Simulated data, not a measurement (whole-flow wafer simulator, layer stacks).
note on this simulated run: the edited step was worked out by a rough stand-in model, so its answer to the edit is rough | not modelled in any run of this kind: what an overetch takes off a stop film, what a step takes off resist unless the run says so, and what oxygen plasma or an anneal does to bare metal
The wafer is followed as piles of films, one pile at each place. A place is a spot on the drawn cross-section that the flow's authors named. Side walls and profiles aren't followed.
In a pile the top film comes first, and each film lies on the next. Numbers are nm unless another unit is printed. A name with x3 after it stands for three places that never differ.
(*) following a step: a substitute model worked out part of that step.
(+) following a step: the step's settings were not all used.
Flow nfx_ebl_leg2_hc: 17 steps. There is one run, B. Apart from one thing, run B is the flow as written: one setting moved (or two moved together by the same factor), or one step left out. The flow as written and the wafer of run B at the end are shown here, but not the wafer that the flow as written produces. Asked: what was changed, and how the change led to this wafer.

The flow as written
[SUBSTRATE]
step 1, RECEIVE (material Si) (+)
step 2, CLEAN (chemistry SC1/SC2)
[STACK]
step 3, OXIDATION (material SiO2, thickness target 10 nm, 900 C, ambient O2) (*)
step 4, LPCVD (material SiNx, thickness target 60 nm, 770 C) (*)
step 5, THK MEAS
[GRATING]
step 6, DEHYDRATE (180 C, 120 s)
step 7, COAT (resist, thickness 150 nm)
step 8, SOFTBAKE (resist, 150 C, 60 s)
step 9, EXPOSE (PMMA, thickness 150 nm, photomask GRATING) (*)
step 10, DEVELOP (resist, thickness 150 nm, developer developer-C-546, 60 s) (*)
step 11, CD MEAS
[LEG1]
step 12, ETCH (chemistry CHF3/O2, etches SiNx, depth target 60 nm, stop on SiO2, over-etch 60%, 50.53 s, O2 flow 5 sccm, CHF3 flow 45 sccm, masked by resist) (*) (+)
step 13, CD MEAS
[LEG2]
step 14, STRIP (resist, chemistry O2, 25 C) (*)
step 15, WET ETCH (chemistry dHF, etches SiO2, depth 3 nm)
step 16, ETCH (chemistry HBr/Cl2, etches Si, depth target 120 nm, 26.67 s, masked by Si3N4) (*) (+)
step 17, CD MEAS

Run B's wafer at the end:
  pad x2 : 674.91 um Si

What caused this: step 16, ETCH: depth target 84 nm was run, though the flow has depth target 120 nm.

Step by step, how the change led to this:
  step 16, ETCH (chemistry HBr/Cl2, etches Si, depth target 120 nm, 26.67 s, masked by Si3N4) (*) (+)
      pad x2: -84 Si (it would be, as written: -120 Si)
